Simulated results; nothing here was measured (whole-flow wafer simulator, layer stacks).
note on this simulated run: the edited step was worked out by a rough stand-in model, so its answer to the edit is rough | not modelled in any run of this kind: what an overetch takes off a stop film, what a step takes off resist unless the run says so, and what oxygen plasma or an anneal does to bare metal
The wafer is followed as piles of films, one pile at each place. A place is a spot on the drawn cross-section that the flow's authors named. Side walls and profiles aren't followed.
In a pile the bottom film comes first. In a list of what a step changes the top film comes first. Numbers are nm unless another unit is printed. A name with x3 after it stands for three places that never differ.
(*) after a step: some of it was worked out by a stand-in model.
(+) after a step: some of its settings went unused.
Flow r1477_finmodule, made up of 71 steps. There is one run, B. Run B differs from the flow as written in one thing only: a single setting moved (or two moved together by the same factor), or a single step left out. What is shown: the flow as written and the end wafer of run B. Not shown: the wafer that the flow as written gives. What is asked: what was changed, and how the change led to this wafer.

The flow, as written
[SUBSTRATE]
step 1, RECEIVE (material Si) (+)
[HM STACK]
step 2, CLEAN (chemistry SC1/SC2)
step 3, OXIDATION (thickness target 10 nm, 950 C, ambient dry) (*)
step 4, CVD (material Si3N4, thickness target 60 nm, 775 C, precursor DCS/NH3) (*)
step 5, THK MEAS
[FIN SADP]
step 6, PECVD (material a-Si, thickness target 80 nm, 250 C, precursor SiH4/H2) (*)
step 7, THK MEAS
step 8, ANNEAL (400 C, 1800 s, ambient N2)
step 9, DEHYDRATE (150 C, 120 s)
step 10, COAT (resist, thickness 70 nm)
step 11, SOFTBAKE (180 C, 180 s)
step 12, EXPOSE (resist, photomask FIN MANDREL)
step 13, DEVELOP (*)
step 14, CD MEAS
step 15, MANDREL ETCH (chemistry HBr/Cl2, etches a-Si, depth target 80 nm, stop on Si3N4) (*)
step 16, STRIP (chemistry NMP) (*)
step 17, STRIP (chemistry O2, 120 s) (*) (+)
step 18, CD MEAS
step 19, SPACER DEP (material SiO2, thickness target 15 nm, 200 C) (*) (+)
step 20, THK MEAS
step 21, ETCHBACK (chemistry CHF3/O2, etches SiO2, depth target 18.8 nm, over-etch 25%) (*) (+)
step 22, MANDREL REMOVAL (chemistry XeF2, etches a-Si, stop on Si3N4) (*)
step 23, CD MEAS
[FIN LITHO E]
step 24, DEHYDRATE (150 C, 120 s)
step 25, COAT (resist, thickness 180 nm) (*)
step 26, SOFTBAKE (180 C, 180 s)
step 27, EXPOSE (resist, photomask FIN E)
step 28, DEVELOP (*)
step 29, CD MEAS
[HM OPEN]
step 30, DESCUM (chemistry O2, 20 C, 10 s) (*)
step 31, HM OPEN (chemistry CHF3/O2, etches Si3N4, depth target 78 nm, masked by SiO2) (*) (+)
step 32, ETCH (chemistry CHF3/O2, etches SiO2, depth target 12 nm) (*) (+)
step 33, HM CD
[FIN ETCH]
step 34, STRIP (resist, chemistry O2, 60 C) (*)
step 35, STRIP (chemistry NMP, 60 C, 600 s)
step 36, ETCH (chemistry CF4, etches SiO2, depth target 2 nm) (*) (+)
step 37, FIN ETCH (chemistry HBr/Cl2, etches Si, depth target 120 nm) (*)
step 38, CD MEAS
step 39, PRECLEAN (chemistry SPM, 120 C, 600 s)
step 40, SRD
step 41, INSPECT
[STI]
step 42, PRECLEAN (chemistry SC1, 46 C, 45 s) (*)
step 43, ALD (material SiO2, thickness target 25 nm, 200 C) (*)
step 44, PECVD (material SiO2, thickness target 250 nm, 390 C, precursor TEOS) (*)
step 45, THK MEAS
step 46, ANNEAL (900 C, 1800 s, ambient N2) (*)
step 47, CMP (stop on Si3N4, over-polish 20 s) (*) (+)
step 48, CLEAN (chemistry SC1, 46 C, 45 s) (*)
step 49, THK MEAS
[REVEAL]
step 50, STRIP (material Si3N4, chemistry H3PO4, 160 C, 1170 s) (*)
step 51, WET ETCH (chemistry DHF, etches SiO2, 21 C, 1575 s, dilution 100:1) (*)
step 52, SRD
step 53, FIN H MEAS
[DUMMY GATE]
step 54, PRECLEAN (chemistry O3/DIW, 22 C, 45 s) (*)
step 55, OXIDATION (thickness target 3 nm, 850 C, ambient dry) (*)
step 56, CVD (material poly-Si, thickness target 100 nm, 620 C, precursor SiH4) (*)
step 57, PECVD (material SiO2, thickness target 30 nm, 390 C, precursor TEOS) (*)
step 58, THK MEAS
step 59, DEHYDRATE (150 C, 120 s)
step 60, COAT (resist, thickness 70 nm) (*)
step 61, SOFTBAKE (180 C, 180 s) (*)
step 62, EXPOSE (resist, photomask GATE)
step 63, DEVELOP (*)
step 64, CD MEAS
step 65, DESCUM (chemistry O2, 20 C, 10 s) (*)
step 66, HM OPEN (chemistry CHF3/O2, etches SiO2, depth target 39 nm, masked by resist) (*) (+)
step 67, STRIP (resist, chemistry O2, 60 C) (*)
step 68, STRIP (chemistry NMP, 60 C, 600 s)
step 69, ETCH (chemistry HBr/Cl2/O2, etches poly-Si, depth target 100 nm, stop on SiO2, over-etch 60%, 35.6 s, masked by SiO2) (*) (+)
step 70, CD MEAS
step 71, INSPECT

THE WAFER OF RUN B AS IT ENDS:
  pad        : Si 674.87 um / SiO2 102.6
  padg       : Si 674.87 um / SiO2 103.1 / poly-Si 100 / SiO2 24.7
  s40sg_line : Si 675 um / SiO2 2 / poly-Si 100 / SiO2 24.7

What caused this: step 55, OXIDATION: thickness target 2 nm was run, while the flow as written has thickness target 3 nm.
One can read it off the wafer: s40sg_line has SiO2 2, and step 55 as written asks for 3 nm.

How this came from the change, step by step:
  step 55, OXIDATION (thickness target 3 nm, 850 C, ambient dry) (*)
      s40sg_line, s45sg_line, s50sg_line, s40so_line, s45so_line, s50so_line: SiO2 gains 2 (new film), chemical SiO2 loses 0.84 (all of it), Si loses 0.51 (in the flow as written it would be: SiO2 gains 3 (new film), chemical SiO2 loses 0.84 (all of it), Si loses 0.95)
